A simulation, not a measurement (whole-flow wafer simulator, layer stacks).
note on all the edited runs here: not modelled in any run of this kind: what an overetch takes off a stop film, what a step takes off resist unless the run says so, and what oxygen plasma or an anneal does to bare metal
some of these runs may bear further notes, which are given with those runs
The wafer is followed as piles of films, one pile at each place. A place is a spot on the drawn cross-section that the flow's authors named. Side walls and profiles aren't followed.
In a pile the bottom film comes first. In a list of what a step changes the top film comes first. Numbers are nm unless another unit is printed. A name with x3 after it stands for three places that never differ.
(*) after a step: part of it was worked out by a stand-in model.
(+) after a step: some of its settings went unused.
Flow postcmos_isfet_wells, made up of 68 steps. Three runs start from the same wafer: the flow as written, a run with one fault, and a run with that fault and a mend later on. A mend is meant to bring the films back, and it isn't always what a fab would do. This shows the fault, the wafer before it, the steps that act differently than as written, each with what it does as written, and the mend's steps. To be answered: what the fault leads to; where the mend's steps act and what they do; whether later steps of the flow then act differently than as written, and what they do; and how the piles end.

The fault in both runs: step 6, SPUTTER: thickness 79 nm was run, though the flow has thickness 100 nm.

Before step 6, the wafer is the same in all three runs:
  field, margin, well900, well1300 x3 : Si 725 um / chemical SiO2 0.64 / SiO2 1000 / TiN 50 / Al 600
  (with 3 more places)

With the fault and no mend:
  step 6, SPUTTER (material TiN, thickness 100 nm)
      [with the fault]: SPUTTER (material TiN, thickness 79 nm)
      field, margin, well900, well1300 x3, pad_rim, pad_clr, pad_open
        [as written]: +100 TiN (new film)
        [with the fault]: +79 TiN (new film)
  Later steps of the flow acting differently than as written:
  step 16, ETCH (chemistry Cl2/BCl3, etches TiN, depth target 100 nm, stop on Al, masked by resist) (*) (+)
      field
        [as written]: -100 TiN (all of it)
        [with the fault]: -79 TiN (all of it)
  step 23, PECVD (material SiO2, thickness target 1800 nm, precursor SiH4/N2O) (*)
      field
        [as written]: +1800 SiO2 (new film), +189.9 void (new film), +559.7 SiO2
        [with the fault]: +1800 SiO2 (new film), +174.1 void (new film), +554.5 SiO2
  By the end, the piles at field, margin, well900, well1300 x3, pad_rim, pad_clr, pad_open depart from the flow's by more than 2% or 0.5 nm, whichever is larger.
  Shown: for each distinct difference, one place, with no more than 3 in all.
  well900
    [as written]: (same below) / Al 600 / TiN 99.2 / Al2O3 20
    [with the fault]: (same below) / Al 600 / TiN 78.2 / Al2O3 20
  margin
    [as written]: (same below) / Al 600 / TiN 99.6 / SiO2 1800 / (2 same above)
    [with the fault]: (same below) / Al 600 / TiN 78.6 / SiO2 1800 / (2 same above)
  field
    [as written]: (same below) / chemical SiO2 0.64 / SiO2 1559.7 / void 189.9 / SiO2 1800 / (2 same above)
    [with the fault]: (same below) / chemical SiO2 0.64 / SiO2 1554.5 / void 174.1 / SiO2 1800 / (2 same above)

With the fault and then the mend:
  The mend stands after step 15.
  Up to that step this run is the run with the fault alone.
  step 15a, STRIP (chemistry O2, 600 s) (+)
      margin, well900, well1300 x3, pad_rim, pad_clr, pad_open
        -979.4 KrF resist (all of it)
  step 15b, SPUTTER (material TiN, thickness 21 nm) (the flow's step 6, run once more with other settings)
      field, margin, well900, well1300 x3, pad_rim, pad_clr, pad_open
        +21 TiN
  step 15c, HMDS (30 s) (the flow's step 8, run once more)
      leaves every film unchanged at each place that is followed
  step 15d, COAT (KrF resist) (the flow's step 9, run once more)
      field, margin, well900, well1300 x3, pad_rim, pad_clr, pad_open
        +1000 KrF resist (new film)
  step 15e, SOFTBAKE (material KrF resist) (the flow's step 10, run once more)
      leaves every film unchanged at each place that is followed
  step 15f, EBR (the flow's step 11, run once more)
      leaves every film unchanged at each place that is followed
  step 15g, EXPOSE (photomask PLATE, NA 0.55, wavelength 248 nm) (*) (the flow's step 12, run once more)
      leaves every film unchanged at each place that is followed
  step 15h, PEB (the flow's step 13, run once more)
      field, margin, well900, well1300 x3, pad_rim, pad_clr, pad_open
        -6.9 KrF resist
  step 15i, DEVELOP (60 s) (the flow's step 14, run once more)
      margin, well900, well1300 x3, pad_rim, pad_clr, pad_open
        -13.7 KrF resist
      field
        -993.1 KrF resist (all of it)
  None of the later steps of the flow acts differently than as written at any place that is followed.
  The piles end the same as the flow's at every place that both follow.
